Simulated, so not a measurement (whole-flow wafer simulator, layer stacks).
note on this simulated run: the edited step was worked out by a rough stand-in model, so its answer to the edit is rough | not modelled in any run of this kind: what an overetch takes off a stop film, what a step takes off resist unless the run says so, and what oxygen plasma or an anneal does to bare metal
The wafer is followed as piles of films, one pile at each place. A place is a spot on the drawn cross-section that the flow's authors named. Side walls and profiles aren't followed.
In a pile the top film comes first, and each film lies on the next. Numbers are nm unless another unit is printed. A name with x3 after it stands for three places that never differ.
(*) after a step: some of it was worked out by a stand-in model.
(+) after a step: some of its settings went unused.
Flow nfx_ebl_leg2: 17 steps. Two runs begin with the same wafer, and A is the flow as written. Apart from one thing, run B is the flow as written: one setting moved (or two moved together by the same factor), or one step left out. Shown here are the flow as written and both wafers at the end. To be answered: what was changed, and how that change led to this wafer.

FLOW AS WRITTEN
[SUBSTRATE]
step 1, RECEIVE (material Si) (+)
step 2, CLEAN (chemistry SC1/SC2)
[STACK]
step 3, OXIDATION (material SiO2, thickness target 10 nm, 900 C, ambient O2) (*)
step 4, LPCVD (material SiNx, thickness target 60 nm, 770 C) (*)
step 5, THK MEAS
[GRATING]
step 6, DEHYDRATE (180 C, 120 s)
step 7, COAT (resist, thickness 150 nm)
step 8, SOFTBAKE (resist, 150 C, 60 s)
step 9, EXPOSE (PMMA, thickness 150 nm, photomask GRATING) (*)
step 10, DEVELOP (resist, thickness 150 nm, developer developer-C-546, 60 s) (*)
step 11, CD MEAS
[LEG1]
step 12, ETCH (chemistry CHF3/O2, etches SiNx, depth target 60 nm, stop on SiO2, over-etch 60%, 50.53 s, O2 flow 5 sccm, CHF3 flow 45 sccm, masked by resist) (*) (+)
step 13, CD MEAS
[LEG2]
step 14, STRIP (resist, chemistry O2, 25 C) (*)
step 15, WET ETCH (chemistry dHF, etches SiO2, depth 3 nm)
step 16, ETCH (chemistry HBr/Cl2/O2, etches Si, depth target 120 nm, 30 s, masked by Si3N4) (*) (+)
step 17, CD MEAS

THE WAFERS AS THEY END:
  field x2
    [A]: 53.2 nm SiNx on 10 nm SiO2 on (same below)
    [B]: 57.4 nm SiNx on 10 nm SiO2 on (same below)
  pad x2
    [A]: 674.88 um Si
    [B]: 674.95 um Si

Cause: step 16, ETCH: depth target 45.4 nm was run, though the flow has depth target 120 nm; step 16, ETCH: 11.34 s was run, where the flow has 30 s.

Step by step, how the change led to this:
  step 16, ETCH (chemistry HBr/Cl2/O2, etches Si, depth target 120 nm, 30 s, masked by Si3N4) (*) (+)
      field x2: A SiNx loses 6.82 | B SiNx loses 2.58
      pad x2: A Si loses 120 | B Si loses 45.4
